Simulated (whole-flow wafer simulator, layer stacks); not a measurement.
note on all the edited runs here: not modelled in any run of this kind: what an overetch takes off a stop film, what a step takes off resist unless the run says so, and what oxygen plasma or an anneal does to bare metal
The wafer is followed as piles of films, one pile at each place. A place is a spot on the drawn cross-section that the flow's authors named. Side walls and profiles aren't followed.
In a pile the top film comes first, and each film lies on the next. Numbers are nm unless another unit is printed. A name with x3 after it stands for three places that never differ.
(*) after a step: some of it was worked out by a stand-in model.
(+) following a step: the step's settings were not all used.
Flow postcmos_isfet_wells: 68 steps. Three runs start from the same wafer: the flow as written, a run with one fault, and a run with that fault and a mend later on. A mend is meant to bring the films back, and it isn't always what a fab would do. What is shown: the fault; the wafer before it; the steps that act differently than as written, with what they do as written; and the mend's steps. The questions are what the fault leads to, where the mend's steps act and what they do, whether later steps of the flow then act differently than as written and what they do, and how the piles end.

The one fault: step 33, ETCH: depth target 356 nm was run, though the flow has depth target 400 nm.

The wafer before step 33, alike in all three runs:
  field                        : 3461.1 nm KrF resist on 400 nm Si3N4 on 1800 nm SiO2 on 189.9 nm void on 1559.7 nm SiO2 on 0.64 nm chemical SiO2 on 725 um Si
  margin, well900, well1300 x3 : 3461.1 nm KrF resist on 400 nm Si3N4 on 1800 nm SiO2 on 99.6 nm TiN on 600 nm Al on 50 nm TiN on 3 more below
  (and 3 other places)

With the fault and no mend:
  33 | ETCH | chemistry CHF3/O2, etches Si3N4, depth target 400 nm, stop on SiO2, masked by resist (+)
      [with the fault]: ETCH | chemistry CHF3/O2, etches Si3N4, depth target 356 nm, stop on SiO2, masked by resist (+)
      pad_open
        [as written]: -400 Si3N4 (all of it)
        [with the fault]: -356 Si3N4
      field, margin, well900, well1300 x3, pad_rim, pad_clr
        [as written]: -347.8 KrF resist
        [with the fault]: -309.6 KrF resist
  Steps further on in the flow that do not act as written (8 other steps are not shown; they differ only slightly, by no more than 2% or 0.5 nm, whichever is larger):
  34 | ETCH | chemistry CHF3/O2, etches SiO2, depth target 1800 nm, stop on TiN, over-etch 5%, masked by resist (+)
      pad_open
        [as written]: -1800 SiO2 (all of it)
        [with the fault]: -44 Si3N4 (all of it), -1753.8 SiO2
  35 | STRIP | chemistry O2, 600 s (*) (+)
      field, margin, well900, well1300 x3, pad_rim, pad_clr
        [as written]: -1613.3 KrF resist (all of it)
        [with the fault]: -1651.6 KrF resist (all of it)
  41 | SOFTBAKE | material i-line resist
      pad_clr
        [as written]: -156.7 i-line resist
        [with the fault]: -152 i-line resist
  By the end, the piles at pad_open depart from the flow's by more than 2% or 0.5 nm, whichever is larger.
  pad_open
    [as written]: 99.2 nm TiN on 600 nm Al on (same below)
    [with the fault]: 46.2 nm SiO2 on 99.6 nm TiN on 600 nm Al on (same below)

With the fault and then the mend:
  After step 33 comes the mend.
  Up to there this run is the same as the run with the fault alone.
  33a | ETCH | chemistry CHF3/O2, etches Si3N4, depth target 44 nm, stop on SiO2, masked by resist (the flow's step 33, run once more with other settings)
      field, margin, well900, well1300 x3, pad_rim, pad_clr
        -38.3 KrF resist
      pad_open
        -44 Si3N4 (all of it)
  Every later step of the flow that is run acts as written at every place that is followed.
  The piles end the same as the flow's at every place that both follow.
